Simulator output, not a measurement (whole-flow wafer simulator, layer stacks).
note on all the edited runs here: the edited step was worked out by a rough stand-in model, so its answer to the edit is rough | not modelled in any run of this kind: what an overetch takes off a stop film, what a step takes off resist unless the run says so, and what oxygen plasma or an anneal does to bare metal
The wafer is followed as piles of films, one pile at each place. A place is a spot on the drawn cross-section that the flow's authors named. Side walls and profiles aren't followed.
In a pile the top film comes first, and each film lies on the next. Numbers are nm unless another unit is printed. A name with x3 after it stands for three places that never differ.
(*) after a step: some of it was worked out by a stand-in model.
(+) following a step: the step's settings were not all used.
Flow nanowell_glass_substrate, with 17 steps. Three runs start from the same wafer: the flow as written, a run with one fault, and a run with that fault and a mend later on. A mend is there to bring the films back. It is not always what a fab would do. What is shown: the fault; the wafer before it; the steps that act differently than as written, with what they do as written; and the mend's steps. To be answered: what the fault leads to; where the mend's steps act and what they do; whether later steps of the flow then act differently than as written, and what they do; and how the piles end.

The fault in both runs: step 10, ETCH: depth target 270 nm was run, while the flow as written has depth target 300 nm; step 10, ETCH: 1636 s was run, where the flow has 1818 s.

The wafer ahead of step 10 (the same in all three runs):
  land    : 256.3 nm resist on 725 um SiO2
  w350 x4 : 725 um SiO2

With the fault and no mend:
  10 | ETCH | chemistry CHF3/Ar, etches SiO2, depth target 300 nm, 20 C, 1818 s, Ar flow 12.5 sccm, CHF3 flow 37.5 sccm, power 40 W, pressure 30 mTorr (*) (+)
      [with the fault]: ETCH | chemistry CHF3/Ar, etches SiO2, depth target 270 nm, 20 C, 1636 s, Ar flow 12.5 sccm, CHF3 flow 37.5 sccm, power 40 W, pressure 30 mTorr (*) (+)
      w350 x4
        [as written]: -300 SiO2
        [with the fault]: -270 SiO2
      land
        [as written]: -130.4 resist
        [with the fault]: -117.4 resist
  Steps further on in the flow that do not act as written:
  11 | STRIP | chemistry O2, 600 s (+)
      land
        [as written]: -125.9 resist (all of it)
        [with the fault]: -138.9 resist (all of it)
  At the end the piles are close to the flow's at the places that both follow, differing by at most 2% or 0.5 nm, whichever is larger.

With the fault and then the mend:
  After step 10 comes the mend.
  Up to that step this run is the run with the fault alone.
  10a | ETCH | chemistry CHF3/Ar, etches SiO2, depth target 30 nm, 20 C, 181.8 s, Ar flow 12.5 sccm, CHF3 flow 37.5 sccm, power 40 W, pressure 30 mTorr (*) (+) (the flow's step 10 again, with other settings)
      w350 x4
        -30 SiO2
      land
        -13 resist
  Every later step of the flow that is run acts as written at every place that is followed.
  By the end, the piles equal the flow's at every place that both follow.
